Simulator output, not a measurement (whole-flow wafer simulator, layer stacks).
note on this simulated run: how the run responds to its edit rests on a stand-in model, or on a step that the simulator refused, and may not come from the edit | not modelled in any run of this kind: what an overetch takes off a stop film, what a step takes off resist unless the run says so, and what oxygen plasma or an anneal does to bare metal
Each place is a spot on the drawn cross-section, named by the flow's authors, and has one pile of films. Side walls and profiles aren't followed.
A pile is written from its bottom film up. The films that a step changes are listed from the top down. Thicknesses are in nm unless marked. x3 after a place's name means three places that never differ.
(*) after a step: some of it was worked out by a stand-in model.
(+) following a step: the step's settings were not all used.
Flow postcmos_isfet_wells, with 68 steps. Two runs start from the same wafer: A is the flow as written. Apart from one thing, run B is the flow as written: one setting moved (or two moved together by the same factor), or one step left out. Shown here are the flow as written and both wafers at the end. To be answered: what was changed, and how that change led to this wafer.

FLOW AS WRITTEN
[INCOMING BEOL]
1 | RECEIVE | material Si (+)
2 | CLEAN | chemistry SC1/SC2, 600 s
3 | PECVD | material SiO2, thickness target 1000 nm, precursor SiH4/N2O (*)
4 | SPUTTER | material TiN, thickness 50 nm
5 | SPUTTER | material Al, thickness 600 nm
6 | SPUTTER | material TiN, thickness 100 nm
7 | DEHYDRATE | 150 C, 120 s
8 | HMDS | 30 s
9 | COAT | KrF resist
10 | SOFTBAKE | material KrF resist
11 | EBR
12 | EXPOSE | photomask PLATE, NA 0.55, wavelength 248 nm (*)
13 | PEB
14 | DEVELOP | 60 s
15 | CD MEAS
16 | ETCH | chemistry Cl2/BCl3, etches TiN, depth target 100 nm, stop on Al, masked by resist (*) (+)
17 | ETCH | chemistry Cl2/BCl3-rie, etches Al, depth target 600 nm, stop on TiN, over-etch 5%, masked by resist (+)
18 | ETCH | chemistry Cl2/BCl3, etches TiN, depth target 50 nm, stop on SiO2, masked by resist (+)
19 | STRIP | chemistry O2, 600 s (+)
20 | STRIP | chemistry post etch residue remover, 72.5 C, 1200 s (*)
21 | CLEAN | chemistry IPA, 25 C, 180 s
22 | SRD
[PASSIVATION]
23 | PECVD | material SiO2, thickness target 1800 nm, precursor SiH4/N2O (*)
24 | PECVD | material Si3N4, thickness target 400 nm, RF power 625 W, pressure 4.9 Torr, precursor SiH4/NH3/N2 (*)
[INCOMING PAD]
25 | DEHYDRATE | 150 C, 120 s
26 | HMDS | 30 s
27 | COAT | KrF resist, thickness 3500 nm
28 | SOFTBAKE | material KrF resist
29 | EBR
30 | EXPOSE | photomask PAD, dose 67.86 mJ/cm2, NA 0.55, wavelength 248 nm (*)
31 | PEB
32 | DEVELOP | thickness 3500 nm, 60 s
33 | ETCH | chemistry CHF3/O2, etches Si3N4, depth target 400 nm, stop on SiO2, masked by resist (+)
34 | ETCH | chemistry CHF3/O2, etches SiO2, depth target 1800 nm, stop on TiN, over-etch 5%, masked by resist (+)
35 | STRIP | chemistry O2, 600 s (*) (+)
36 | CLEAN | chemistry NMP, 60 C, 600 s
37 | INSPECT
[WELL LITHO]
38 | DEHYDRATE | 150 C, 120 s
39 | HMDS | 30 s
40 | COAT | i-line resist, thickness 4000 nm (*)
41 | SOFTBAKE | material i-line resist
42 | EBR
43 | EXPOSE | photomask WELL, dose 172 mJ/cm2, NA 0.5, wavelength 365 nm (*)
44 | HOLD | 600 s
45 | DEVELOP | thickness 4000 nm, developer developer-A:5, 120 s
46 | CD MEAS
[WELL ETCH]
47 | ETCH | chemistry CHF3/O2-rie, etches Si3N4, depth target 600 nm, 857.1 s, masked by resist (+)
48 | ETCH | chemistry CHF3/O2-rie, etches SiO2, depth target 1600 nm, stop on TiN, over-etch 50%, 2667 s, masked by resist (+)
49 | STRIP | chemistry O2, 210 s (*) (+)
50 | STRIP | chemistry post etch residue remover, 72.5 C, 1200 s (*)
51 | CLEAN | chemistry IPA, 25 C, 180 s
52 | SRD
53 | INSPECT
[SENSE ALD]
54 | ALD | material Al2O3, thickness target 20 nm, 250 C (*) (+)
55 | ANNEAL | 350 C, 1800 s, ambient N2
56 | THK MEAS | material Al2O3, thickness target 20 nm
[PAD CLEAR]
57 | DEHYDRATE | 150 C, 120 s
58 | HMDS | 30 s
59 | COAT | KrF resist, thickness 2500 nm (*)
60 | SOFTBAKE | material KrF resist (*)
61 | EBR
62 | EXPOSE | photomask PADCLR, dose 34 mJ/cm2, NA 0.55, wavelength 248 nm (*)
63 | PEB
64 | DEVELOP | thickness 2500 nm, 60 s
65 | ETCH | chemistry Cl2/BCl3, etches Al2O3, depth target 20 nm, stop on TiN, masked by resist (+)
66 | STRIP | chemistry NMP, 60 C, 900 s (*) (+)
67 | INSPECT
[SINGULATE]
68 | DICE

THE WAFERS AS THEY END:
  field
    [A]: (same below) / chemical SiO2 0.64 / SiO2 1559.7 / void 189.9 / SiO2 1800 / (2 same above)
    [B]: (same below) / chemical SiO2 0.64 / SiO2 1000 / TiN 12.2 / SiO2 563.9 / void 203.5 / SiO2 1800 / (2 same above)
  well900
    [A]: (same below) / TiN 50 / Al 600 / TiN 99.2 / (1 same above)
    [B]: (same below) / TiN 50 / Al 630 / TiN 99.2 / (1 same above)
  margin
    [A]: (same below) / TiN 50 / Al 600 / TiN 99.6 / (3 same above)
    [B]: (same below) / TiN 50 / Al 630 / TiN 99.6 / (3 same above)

Cause: step 5, SPUTTER: thickness 630 nm was run, though the flow has thickness 600 nm.
The wafer itself shows it: well900 has Al 630, and step 5 as written asks for 600 nm.

The path from the change to this, step by step:
  5 | SPUTTER | material Al, thickness 600 nm
      field, margin, well900 and 6 more: A Al gains 600 (new film) | B Al gains 630 (new film)
  17 | ETCH | chemistry Cl2/BCl3-rie, etches Al, depth target 600 nm, stop on TiN, over-etch 5%, masked by resist (+)
      field: A Al loses 600 (all of it) | B Al loses 600
  18 | ETCH | chemistry Cl2/BCl3, etches TiN, depth target 50 nm, stop on SiO2, masked by resist (+)
      field: A TiN loses 50 (all of it) | B Al loses 30 (all of it), TiN loses 37.4
  23 | PECVD | material SiO2, thickness target 1800 nm, precursor SiH4/N2O (*)
      field: A SiO2 gains 1800 (new film), void gains 189.9 (new film), SiO2 gains 559.7 | B SiO2 gains 1800 (new film), void gains 203.5 (new film), SiO2 gains 563.9 (new film)
If metal films that touch count as one body, field has 1 body; the flow as written gives 0 bodies.
